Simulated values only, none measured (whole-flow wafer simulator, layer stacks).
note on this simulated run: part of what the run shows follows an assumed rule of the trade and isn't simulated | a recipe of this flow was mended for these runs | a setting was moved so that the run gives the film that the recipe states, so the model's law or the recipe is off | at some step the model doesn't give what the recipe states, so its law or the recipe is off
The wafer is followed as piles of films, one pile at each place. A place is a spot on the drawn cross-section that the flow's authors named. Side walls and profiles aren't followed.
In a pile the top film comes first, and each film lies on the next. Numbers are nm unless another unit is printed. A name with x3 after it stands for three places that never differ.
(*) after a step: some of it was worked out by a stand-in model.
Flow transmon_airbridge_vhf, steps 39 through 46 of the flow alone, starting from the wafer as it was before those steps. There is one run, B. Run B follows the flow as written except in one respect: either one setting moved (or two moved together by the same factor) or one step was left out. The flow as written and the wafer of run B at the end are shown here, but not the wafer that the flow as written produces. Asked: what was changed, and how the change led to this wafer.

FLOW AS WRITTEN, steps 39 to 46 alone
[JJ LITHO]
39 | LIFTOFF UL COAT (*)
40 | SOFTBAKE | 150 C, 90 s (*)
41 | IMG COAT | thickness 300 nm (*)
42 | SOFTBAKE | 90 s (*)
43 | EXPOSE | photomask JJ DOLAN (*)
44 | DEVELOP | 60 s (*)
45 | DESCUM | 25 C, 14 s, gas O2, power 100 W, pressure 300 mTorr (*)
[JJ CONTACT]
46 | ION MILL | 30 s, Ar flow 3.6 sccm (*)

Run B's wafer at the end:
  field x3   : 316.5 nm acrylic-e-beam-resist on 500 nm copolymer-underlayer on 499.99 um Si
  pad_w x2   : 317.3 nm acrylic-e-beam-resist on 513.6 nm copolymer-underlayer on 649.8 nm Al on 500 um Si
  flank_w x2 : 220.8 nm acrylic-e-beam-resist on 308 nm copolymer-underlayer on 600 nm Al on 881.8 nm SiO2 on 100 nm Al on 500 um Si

The reason: step 41, IMG COAT: thickness 348 nm was run, though the flow has thickness 300 nm.

How this came from the change, step by step:
  41 | IMG COAT | thickness 300 nm (*)
      field x3, jj_line, ground_far x3: acrylic-e-beam-resist gains 348 (new film) (as written it would have been: acrylic-e-beam-resist gains 300 (new film))
      pad_w x2: acrylic-e-beam-resist gains 348.9 (new film) (as written it would have been: acrylic-e-beam-resist gains 300.2 (new film))
      (also at 8 further places)
  44 | DEVELOP | 60 s (*)
      jj_line: acrylic-e-beam-resist loses 348 (all of it), copolymer-underlayer loses 500 (all of it) (as written it would have been: acrylic-e-beam-resist loses 300 (all of it), copolymer-underlayer loses 500 (all of it))
